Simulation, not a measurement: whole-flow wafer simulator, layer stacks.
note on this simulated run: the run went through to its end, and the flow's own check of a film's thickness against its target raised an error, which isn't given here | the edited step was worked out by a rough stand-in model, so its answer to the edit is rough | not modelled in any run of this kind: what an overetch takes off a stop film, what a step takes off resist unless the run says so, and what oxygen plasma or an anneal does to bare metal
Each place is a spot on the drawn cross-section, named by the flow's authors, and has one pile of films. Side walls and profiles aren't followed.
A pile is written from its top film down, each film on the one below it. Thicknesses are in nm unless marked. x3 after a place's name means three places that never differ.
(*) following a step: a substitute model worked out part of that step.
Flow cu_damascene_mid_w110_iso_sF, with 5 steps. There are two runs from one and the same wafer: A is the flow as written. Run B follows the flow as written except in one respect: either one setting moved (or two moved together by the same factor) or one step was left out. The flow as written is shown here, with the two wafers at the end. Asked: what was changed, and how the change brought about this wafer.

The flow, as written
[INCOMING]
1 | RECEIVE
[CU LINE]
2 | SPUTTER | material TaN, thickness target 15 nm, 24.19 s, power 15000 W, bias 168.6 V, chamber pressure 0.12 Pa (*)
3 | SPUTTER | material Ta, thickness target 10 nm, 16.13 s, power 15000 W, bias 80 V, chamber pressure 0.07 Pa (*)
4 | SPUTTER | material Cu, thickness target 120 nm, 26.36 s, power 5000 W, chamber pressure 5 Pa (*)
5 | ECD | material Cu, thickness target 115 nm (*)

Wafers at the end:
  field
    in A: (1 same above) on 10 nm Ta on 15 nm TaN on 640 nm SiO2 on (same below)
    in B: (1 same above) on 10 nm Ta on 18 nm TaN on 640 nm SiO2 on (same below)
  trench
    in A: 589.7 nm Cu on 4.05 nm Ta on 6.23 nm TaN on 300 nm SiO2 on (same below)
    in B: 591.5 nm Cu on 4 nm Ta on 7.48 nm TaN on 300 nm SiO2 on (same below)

The reason: step 2, SPUTTER: thickness target 18 nm was run, though the flow has thickness target 15 nm; step 2, SPUTTER: 29.03 s was run, where the flow has 24.19 s.
The wafer itself shows it: field has TaN 18, and step 2 as written asks for 15 nm.

Step by step, how the change led to this:
  2 | SPUTTER | material TaN, thickness target 15 nm, 24.19 s, power 15000 W, bias 168.6 V, chamber pressure 0.12 Pa (*)
      field: A TaN gains 15 (new film) | B TaN gains 18 (new film)
      trench: A TaN gains 6.23 (new film) | B TaN gains 7.48 (new film)
